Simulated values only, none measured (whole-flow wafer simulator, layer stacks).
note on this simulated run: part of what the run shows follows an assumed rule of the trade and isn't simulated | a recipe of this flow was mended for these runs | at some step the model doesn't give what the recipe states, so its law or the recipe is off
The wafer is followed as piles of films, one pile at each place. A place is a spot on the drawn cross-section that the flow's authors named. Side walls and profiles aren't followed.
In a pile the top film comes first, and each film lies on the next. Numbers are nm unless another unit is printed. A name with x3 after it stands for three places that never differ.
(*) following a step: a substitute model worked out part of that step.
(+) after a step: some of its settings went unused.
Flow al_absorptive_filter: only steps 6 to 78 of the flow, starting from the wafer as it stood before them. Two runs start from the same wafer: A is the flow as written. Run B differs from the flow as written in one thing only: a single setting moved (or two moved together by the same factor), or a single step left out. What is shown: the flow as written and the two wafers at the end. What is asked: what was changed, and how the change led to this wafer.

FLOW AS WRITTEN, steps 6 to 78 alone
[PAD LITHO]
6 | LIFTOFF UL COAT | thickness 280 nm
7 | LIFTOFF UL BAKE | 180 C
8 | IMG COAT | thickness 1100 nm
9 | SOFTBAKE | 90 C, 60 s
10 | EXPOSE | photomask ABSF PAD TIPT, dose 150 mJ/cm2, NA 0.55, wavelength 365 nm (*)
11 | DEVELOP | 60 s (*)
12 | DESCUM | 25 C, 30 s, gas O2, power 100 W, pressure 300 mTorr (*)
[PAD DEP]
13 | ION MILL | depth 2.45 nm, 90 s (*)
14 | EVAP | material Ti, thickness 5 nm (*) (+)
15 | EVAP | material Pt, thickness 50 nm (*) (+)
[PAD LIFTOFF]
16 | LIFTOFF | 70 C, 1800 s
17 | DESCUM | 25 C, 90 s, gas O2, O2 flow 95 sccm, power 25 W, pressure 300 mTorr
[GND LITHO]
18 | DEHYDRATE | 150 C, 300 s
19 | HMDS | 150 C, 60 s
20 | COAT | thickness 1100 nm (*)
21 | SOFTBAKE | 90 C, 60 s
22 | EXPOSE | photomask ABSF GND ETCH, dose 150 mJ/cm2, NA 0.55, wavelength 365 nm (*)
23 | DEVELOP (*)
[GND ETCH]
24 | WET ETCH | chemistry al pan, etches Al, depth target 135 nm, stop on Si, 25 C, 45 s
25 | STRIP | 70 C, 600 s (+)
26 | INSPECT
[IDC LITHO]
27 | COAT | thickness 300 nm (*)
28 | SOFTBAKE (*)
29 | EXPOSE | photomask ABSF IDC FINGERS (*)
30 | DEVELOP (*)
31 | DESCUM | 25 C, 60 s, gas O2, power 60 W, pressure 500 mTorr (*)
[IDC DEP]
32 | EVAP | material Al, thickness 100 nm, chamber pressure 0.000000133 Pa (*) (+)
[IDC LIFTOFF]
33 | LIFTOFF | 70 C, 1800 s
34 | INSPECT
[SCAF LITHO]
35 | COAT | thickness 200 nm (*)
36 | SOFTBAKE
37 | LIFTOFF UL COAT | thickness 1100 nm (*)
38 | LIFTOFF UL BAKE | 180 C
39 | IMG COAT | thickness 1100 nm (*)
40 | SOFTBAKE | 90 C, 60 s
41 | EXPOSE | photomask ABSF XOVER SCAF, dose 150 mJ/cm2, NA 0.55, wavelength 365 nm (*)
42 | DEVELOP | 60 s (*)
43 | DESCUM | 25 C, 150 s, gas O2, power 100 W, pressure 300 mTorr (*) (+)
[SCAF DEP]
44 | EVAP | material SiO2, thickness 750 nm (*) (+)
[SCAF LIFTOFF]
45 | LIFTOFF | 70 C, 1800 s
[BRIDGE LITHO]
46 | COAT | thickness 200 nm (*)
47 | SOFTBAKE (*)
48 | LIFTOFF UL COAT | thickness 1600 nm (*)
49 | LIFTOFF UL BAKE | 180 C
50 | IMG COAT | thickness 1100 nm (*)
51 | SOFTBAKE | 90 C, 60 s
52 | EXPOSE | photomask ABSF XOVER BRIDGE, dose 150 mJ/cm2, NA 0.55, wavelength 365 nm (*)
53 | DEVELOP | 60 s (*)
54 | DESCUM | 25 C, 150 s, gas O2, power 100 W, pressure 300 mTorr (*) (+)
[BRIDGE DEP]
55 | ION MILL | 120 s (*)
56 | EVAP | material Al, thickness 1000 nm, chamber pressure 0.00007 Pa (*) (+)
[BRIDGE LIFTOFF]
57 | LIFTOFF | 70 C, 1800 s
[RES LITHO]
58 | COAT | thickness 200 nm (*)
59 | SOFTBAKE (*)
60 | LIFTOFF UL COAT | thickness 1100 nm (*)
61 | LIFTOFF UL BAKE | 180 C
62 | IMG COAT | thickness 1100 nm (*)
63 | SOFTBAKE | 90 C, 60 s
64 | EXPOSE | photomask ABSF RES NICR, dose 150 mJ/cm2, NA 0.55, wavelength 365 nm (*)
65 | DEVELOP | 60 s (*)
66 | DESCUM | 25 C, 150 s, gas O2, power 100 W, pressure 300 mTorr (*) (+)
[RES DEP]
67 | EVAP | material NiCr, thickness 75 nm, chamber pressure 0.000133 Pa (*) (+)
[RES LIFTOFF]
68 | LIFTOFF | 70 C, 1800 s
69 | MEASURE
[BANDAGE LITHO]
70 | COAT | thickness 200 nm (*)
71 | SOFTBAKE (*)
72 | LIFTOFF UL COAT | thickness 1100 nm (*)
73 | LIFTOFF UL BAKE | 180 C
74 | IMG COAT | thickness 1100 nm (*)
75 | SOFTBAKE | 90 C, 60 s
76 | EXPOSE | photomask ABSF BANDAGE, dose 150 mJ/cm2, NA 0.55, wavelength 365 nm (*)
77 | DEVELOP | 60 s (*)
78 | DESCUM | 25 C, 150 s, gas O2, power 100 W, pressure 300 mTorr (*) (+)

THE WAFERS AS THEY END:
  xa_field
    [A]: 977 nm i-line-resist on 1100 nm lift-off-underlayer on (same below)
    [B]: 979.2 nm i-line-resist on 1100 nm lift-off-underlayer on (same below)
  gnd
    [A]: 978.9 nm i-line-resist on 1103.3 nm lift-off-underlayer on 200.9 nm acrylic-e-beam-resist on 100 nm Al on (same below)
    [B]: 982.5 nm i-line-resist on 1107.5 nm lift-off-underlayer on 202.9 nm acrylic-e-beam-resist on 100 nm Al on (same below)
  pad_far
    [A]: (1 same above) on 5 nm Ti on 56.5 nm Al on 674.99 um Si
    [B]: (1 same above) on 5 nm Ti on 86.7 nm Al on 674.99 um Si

Cause: step 13, ION MILL: depth 2.45 nm, 90 s (*), was skipped.

The path from the change to this, step by step:
  27 | COAT | thickness 300 nm (*)
      pad_far: A e-beam-resist gains 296 (new film) | B e-beam-resist gains 288.3 (new film)
      pad_near: A e-beam-resist gains 288.3 (new film) | B e-beam-resist gains 278.8 (new film)
      (as well as at 1 more place)
  33 | LIFTOFF | 70 C, 1800 s
      pad_far: A Al loses 100 (all of it), e-beam-resist loses 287 (all of it) | B Al loses 100 (all of it), e-beam-resist loses 279.3 (all of it)
      pad_near: A Al loses 100 (all of it), e-beam-resist loses 279.3 (all of it) | B Al loses 100 (all of it), e-beam-resist loses 269.8 (all of it)
      (as well as at 1 more place)
  35 | COAT | thickness 200 nm (*)
      pad_near: A acrylic-e-beam-resist gains 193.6 (new film) | B acrylic-e-beam-resist gains 188 (new film)
      ledge: A acrylic-e-beam-resist gains 169.8 (new film) | B acrylic-e-beam-resist gains 180.1 (new film)
  45 | LIFTOFF | 70 C, 1800 s
      pad_near: A SiO2 loses 750 (all of it), i-line-resist loses 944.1 (all of it), lift-off-underlayer loses 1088 (all of it), acrylic-e-beam-resist loses 193.6 (all of it) | B SiO2 loses 750 (all of it), i-line-resist loses 938.7 (all of it), lift-off-underlayer loses 1078.2 (all of it), acrylic-e-beam-resist loses 188 (all of it)
      ledge: A SiO2 loses 750 (all of it), i-line-resist loses 952.1 (all of it), lift-off-underlayer loses 1114 (all of it), acrylic-e-beam-resist loses 169.8 (all of it) | B SiO2 loses 750 (all of it), i-line-resist loses 949.8 (all of it), lift-off-underlayer loses 1114.6 (all of it), acrylic-e-beam-resist loses 180.1 (all of it)
  46 | COAT | thickness 200 nm (*)
      pad_near: A acrylic-e-beam-resist gains 193.6 (new film) | B acrylic-e-beam-resist gains 188 (new film)
      ledge: A acrylic-e-beam-resist gains 169.8 (new film) | B acrylic-e-beam-resist gains 180.1 (new film)
  57 | LIFTOFF | 70 C, 1800 s
      pad_near: A Al loses 1000 (all of it), i-line-resist loses 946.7 (all of it), lift-off-underlayer loses 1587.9 (all of it), acrylic-e-beam-resist loses 193.6 (all of it) | B Al loses 1000 (all of it), i-line-resist loses 942.5 (all of it), lift-off-underlayer loses 1576.6 (all of it), acrylic-e-beam-resist loses 188 (all of it)
      ledge: A Al loses 1000 (all of it), i-line-resist loses 951.7 (all of it), lift-off-underlayer loses 1617.2 (all of it), acrylic-e-beam-resist loses 169.8 (all of it) | B Al loses 1000 (all of it), i-line-resist loses 949.9 (all of it), lift-off-underlayer loses 1617.5 (all of it), acrylic-e-beam-resist loses 180.1 (all of it)
  58 | COAT | thickness 200 nm (*)
      pad_near: A acrylic-e-beam-resist gains 193.6 (new film) | B acrylic-e-beam-resist gains 188 (new film)
      ledge: A acrylic-e-beam-resist gains 169.8 (new film) | B acrylic-e-beam-resist gains 180.1 (new film)
  66 | DESCUM | 25 C, 150 s, gas O2, power 100 W, pressure 300 mTorr (*) (+)
      pad_near: A acrylic-e-beam-resist loses 193.6 (all of it) | B acrylic-e-beam-resist loses 188 (all of it)
      ledge: A acrylic-e-beam-resist loses 169.8 (all of it) | B acrylic-e-beam-resist loses 180.1 (all of it)
  70 | COAT | thickness 200 nm (*)
      pad_near: A acrylic-e-beam-resist gains 180.9 (new film) | B acrylic-e-beam-resist gains 175.7 (new film)
      ledge: A acrylic-e-beam-resist gains 167 (new film) | B acrylic-e-beam-resist gains 177.1 (new film)
  78 | DESCUM | 25 C, 150 s, gas O2, power 100 W, pressure 300 mTorr (*) (+)
      pad_near: A acrylic-e-beam-resist loses 180.9 (all of it) | B acrylic-e-beam-resist loses 175.7 (all of it)
